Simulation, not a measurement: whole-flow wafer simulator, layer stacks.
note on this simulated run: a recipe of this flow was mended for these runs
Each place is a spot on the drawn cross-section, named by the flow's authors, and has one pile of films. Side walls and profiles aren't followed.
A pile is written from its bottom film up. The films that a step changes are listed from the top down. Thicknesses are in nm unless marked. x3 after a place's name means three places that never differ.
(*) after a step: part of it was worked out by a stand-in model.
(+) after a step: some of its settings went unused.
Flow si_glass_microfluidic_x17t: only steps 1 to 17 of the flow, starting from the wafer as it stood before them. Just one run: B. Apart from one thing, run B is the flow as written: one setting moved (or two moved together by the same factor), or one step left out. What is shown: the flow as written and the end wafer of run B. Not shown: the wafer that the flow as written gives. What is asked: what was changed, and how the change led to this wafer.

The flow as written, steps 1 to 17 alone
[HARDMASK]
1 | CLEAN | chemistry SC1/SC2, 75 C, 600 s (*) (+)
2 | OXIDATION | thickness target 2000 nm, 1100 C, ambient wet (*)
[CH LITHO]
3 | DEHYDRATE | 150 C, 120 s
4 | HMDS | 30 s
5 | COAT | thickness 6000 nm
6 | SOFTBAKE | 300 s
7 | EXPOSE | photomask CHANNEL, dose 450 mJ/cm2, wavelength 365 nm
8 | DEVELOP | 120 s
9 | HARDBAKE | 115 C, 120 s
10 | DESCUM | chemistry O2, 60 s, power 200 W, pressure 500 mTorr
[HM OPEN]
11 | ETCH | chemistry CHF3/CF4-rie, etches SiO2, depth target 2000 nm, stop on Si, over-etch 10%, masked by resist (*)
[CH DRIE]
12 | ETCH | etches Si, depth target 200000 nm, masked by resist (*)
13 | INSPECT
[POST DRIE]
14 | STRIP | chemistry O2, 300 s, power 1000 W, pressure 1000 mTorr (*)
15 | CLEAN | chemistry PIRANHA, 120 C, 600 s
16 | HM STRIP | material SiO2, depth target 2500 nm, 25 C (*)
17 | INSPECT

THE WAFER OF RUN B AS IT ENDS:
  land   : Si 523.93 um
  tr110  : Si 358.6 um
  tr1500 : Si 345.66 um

The reason: step 2, OXIDATION: thickness target 2432 nm was run, though the flow has thickness target 2000 nm.

Step by step, how the change led to this:
  2 | OXIDATION | thickness target 2000 nm, 1100 C, ambient wet (*)
      land, tr110, tr1500, tr15: +2432 SiO2 (new film), -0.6 chemical SiO2 (all of it), -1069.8 Si (in the flow as written it would be: +2000 SiO2 (new film), -0.6 chemical SiO2 (all of it), -879.7 Si)
  11 | ETCH | chemistry CHF3/CF4-rie, etches SiO2, depth target 2000 nm, stop on Si, over-etch 10%, masked by resist (*)
      tr110, tr1500, tr15: -2200 SiO2 (in the flow as written it would be: -2000 SiO2 (all of it), -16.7 Si)
  12 | ETCH | etches Si, depth target 200000 nm, masked by resist (*)
      tr110: -232 SiO2 (all of it), -165.32 um Si (in the flow as written it would be: -200.12 um Si)
      tr1500: -232 SiO2 (all of it), -178.27 um Si (in the flow as written it would be: -215.73 um Si)
      (as well as at 1 more place)
  16 | HM STRIP | material SiO2, depth target 2500 nm, 25 C (*)
      land: -2432 SiO2 (all of it) (in the flow as written it would be: -2000 SiO2 (all of it))
